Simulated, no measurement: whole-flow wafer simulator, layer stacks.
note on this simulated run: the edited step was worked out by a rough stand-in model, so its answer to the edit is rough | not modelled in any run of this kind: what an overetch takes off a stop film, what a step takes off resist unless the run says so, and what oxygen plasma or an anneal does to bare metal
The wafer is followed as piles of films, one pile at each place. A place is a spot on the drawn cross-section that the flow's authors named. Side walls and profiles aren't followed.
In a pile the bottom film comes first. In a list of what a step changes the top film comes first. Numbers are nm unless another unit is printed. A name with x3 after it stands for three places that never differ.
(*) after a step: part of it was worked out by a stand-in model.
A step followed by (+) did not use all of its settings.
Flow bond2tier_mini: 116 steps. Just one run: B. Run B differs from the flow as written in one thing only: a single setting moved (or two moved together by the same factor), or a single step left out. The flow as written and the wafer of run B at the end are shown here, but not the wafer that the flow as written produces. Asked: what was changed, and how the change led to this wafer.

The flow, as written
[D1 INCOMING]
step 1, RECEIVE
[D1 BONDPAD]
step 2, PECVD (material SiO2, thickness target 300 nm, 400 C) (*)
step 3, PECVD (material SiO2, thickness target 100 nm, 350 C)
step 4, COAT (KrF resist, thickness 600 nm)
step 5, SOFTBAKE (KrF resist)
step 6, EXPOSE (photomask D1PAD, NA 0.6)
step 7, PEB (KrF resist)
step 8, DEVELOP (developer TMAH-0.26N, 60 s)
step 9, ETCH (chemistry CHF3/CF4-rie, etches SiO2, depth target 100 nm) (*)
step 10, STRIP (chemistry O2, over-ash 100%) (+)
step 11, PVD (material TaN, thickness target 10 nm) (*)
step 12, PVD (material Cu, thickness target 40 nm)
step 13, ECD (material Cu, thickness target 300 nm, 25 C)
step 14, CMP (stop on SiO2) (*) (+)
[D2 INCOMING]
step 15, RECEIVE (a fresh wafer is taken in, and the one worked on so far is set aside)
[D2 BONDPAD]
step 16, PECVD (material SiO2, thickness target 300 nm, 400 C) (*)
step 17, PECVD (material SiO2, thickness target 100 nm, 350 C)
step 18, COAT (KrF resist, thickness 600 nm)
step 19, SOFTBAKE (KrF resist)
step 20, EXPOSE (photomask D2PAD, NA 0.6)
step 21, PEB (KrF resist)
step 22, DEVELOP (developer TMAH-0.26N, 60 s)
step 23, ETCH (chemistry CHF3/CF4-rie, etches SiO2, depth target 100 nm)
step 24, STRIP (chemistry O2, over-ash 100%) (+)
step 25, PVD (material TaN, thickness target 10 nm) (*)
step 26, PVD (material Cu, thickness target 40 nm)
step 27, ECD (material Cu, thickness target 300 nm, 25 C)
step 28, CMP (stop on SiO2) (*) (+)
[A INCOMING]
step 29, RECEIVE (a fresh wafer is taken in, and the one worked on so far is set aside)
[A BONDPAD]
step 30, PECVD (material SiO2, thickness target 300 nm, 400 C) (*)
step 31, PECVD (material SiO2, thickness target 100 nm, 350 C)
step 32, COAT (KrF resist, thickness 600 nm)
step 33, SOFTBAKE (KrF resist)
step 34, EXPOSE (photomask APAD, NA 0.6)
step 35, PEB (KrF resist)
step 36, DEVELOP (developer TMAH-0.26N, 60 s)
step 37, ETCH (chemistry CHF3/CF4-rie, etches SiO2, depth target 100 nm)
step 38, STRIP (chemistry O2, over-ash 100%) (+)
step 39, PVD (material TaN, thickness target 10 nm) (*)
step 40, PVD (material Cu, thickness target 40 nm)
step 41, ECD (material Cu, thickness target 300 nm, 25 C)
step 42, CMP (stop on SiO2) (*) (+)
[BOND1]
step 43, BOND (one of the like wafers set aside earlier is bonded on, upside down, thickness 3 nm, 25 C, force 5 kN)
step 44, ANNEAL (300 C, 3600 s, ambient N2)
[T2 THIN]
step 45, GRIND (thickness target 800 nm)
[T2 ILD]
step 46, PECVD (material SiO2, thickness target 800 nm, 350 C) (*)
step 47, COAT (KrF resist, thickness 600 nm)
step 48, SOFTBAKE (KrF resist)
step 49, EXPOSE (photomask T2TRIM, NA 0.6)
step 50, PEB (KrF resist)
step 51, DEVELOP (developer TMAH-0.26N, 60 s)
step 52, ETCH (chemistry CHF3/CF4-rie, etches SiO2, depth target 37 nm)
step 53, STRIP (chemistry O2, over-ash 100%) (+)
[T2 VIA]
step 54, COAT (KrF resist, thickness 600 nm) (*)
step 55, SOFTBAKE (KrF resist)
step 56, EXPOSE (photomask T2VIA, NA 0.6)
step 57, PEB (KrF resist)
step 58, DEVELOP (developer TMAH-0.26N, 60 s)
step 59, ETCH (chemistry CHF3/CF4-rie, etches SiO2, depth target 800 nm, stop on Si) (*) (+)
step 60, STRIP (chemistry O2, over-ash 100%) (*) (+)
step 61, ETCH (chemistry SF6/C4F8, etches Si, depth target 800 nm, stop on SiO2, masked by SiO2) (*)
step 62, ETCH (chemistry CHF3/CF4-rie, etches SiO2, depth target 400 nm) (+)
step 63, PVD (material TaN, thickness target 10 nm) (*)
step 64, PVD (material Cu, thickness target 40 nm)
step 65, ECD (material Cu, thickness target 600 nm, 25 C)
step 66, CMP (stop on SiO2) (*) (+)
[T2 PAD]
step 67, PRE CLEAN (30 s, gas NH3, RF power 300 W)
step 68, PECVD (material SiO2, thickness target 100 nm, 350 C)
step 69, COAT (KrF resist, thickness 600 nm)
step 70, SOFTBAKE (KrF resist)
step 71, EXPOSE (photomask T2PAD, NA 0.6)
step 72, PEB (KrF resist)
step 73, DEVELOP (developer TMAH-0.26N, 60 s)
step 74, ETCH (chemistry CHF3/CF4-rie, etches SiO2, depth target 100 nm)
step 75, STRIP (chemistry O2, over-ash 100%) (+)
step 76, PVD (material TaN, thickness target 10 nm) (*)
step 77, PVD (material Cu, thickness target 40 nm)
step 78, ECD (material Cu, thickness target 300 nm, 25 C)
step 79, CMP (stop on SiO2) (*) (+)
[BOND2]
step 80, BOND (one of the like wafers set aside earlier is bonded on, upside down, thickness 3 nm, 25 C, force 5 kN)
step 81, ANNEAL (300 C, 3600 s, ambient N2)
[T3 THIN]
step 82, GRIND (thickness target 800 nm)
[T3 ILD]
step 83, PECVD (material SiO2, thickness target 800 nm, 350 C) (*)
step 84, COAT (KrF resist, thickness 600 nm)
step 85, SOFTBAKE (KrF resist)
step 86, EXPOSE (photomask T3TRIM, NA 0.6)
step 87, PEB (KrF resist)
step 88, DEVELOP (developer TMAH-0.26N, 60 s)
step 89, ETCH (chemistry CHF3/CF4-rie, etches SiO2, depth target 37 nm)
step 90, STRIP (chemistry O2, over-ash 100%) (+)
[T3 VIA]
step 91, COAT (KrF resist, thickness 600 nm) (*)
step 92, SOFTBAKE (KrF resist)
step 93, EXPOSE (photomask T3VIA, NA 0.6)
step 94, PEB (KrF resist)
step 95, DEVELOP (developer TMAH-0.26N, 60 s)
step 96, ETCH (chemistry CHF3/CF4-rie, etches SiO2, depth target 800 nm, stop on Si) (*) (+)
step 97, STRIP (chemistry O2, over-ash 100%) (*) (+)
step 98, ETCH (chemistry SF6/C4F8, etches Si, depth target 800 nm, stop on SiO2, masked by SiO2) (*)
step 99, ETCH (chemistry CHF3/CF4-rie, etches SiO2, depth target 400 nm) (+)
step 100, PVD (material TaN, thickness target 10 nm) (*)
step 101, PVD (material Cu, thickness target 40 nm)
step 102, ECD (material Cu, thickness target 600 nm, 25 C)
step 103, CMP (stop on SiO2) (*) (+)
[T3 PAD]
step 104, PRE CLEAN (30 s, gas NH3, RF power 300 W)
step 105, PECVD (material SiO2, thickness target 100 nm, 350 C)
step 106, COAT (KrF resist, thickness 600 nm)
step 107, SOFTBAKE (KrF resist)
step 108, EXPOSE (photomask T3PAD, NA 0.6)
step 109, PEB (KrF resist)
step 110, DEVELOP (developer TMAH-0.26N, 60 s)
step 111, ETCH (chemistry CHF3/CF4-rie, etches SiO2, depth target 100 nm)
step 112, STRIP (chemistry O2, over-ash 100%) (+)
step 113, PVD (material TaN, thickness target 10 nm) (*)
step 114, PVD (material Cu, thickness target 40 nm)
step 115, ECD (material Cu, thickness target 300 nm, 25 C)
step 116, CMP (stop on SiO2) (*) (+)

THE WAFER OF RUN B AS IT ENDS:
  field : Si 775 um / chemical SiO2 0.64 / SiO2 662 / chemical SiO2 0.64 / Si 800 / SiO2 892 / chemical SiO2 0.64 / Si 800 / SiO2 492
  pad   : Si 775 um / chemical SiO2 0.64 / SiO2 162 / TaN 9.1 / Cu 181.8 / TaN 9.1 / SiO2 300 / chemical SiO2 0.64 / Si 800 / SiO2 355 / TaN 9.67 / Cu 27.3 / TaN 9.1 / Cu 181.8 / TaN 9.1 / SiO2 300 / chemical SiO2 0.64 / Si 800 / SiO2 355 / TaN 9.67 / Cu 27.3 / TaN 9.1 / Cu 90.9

What caused this: step 30, PECVD: thickness target 162 nm was run, though the flow has thickness target 300 nm.
The wafer lets one read it off: pad has SiO2 162, and step 30 as written asks for 300 nm.

How this came from the change, step by step:
  step 30, PECVD (material SiO2, thickness target 300 nm, 400 C) (*)
      field, pad, via: +162 SiO2 (new film) (as written it would have been: +300 SiO2 (new film))
